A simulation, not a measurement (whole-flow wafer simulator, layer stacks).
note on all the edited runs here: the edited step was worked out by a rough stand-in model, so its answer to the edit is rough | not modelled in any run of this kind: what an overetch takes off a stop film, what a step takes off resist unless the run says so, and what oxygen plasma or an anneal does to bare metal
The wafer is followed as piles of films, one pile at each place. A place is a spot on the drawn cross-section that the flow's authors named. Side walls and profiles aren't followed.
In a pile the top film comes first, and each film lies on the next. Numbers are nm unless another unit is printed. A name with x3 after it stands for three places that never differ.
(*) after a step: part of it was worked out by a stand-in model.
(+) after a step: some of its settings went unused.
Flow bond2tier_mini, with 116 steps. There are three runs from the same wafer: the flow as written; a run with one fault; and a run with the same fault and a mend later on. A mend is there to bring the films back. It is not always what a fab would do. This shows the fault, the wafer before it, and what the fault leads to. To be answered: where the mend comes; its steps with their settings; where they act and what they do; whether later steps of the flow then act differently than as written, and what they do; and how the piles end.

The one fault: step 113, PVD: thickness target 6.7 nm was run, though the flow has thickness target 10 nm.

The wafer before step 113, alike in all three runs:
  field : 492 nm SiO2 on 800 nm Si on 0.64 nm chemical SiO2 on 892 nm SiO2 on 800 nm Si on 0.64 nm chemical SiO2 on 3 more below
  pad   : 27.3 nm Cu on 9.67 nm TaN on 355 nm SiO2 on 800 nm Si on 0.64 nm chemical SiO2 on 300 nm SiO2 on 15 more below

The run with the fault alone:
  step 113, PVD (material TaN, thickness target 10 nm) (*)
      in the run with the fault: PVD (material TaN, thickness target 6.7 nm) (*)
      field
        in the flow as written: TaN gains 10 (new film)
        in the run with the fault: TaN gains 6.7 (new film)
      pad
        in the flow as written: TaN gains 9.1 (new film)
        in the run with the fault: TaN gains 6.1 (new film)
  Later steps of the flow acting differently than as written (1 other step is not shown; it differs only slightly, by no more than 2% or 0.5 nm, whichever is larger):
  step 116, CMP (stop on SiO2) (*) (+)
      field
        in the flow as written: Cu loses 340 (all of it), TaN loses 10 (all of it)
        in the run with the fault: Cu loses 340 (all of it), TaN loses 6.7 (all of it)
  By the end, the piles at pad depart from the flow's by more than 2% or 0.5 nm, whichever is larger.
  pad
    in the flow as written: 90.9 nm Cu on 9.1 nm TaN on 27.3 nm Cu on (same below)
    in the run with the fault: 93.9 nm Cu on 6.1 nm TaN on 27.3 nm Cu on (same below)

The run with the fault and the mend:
  The mend follows step 113.
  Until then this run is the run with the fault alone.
  step 113a, PVD (material TaN, thickness target 3.3 nm) (*) (the flow's step 113 again, with other settings)
      field
        TaN gains 3.3
      pad
        TaN gains 3
  Every later step of the flow that is run acts as written at every place that is followed.
  The piles end the same as the flow's at every place that both follow.
